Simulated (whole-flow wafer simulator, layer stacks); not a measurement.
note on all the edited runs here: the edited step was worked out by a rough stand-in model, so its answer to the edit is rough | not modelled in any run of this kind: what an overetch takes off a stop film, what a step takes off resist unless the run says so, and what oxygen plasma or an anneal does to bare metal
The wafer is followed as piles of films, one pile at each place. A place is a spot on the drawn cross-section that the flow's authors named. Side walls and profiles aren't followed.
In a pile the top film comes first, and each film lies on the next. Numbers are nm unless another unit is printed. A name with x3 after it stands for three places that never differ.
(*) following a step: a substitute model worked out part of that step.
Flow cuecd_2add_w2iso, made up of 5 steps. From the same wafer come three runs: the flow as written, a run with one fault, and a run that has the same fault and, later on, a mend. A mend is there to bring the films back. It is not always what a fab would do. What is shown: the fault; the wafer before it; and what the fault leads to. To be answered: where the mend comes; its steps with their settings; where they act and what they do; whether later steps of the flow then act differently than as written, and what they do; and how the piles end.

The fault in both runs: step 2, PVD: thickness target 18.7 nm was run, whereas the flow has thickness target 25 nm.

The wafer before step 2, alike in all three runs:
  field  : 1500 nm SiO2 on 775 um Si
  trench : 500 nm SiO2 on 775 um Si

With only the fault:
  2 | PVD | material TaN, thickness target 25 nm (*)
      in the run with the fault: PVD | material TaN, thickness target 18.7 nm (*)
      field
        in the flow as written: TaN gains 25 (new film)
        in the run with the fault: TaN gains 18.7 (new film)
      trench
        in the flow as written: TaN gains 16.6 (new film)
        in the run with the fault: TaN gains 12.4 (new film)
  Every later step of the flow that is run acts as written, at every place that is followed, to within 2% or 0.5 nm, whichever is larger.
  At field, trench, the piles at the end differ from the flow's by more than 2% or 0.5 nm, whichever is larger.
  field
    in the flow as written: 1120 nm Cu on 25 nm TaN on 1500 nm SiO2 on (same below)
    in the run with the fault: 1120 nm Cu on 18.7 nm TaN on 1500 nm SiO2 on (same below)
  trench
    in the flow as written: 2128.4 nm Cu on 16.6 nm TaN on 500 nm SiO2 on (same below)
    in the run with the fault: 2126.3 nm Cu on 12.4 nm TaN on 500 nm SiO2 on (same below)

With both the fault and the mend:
  The mend follows step 2.
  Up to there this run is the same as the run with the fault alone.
  2a | PVD | material TaN, thickness target 6.3 nm (*) (the flow's step 2, run once more with other settings)
      field
        TaN gains 6.3
      trench
        TaN gains 4.16
  Every later step of the flow that is run acts as written at every place that is followed.
  The piles end the same as the flow's at every place that both follow.
